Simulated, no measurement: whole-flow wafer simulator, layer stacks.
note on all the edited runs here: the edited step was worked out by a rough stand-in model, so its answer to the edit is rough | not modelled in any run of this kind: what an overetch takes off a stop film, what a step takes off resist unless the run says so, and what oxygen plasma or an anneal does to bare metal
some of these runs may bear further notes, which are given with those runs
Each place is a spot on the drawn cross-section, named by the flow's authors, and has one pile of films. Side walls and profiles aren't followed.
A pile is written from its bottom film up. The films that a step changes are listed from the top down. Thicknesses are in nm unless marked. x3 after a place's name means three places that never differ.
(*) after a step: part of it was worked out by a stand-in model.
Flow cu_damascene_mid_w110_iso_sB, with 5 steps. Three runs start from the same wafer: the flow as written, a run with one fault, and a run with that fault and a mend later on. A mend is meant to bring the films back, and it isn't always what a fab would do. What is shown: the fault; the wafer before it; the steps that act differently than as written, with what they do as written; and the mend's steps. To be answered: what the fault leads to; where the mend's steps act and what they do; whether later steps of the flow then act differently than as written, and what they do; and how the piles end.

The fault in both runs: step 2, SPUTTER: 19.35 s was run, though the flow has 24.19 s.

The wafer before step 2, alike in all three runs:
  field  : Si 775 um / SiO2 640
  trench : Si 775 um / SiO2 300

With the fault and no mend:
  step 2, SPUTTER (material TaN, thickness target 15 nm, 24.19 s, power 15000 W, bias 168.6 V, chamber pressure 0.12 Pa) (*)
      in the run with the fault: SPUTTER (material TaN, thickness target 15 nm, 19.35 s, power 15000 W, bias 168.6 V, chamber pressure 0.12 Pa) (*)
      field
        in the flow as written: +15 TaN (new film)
        in the run with the fault: +12 TaN (new film)
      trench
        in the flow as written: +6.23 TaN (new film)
        in the run with the fault: +4.98 TaN (new film)
  Later steps of the flow that are run all act as written at every place that is followed, up to a difference of at most 2% or 0.5 nm, whichever is larger.
  At field, trench, the piles at the end differ from the flow's by more than 2% or 0.5 nm, whichever is larger.
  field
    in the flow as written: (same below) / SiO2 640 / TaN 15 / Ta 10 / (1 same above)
    in the run with the fault: (same below) / SiO2 640 / TaN 12 / Ta 10 / (1 same above)
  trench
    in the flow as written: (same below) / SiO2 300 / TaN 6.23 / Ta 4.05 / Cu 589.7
    in the run with the fault: (same below) / SiO2 300 / TaN 4.98 / Ta 4.08 / Cu 587.9

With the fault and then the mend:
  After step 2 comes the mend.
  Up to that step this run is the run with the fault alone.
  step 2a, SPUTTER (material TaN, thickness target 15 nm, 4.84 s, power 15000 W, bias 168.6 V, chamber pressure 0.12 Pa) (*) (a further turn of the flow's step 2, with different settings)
      field
        +3 TaN
      trench
        +1.2 TaN
  Later steps of the flow that are run all act as written at every place that is followed, up to a difference of at most 2% or 0.5 nm, whichever is larger.
  The piles end only slightly different from the flow's at the places that both follow, by no more than 2% or 0.5 nm, whichever is larger.
